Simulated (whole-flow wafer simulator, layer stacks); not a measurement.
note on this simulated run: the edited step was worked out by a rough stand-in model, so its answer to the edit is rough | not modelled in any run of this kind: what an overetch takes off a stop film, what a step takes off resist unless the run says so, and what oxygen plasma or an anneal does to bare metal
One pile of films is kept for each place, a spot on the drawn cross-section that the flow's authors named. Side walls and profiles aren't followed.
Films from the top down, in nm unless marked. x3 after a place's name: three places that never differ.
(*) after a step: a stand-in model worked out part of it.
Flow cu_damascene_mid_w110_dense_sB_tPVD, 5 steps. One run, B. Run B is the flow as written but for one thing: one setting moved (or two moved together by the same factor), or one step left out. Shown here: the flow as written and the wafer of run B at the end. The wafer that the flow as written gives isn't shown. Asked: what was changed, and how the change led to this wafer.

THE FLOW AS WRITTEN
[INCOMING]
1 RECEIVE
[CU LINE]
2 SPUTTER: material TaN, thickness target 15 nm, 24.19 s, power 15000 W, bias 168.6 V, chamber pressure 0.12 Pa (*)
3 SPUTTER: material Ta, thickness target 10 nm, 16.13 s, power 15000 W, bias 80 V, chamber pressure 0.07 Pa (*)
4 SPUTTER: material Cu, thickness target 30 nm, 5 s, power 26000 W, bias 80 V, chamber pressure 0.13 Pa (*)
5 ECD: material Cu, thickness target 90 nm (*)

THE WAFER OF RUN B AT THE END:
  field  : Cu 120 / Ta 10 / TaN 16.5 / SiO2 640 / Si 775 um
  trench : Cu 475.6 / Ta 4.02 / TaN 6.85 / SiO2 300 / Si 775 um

The cause: step 2, SPUTTER: 26.61 s was run, where the flow has 24.19 s.

How the change led to this, step by step:
  2 SPUTTER: material TaN, thickness target 15 nm, 24.19 s, power 15000 W, bias 168.6 V, chamber pressure 0.12 Pa (*)
      field: TaN +16.5 (new film) (as written it would be: TaN +15 (new film))
      trench: TaN +6.85 (new film) (as written it would be: TaN +6.23 (new film))
